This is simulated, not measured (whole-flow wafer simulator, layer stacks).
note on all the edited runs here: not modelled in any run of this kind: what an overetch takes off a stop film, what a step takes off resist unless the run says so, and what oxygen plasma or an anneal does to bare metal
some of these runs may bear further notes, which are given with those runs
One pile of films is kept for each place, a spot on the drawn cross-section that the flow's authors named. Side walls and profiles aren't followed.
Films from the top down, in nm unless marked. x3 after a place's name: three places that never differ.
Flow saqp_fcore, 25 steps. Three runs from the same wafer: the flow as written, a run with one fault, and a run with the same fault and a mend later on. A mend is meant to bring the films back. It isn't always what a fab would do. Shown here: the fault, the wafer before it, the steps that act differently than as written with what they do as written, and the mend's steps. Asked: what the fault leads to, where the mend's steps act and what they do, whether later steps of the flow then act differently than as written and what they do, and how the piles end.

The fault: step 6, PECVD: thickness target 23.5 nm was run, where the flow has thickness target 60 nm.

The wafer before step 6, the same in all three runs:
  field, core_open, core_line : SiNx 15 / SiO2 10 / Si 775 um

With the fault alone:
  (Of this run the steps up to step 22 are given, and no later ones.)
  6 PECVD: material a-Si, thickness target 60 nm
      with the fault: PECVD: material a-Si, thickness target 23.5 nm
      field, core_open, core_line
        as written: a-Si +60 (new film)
        with the fault: a-Si +23.5 (new film)
  No later step of the flow up to step 22 acts differently than as written at any place that is followed.
  After step 22 the piles differ from the flow's by more than 2% or 0.5 nm, whichever is larger, at field, core_open, core_line.
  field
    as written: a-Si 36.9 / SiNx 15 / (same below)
    with the fault: a-Si 0.37 / SiNx 15 / (same below)
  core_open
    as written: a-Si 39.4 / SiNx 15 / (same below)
    with the fault: a-Si 2.93 / SiNx 15 / (same below)
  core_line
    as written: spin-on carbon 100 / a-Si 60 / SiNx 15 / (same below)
    with the fault: spin-on carbon 100 / a-Si 23.5 / SiNx 15 / (same below)

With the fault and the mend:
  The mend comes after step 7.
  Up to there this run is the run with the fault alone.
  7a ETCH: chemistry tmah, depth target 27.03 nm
      field, core_open, core_line
        a-Si -23.5 (all of it)
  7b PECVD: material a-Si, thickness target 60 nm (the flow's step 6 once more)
      field, core_open, core_line
        a-Si +60 (new film)
  No later step of the flow acts differently than as written at any place that is followed.
  At the end the piles are the same as the flow's at every place that both follow.
